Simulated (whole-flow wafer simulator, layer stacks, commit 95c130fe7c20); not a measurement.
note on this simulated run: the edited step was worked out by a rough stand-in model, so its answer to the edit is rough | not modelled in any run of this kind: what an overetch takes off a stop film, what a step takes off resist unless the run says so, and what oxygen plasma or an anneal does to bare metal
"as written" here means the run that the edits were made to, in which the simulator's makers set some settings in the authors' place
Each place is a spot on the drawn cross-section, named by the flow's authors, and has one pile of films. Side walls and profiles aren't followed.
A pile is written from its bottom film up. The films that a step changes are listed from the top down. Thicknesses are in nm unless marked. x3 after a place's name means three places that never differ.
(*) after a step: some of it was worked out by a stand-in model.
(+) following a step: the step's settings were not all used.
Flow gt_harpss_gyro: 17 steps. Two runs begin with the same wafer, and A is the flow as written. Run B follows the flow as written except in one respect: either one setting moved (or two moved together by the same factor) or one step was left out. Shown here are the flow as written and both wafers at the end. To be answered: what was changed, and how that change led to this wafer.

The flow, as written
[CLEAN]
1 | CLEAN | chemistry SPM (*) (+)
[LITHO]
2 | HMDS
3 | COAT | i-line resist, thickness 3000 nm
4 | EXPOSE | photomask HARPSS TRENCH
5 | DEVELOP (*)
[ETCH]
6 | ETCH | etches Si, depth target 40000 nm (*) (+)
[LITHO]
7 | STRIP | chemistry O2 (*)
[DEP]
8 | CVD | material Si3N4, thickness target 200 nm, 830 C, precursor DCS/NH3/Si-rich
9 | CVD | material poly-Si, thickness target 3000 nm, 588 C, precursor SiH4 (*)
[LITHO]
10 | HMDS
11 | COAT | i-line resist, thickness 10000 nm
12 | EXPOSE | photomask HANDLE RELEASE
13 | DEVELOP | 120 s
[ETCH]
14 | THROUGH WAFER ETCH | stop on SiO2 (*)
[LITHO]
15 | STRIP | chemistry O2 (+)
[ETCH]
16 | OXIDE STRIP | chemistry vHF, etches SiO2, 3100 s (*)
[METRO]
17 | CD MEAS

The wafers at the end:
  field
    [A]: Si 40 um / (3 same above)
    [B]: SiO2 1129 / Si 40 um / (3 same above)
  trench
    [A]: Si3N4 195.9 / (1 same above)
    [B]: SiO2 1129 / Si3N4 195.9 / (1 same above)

The reason: step 16, OXIDE STRIP: 1125 s was run, whereas the flow has 3100 s.

Step by step, how the change led to this:
  16 | OXIDE STRIP | chemistry vHF, etches SiO2, 3100 s (*)
      field: A under 4 films: -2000 SiO2 (all of it) | B under 4 films: -871 SiO2
      trench: A under 2 films: -2000 SiO2 (all of it) | B under 2 films: -871 SiO2
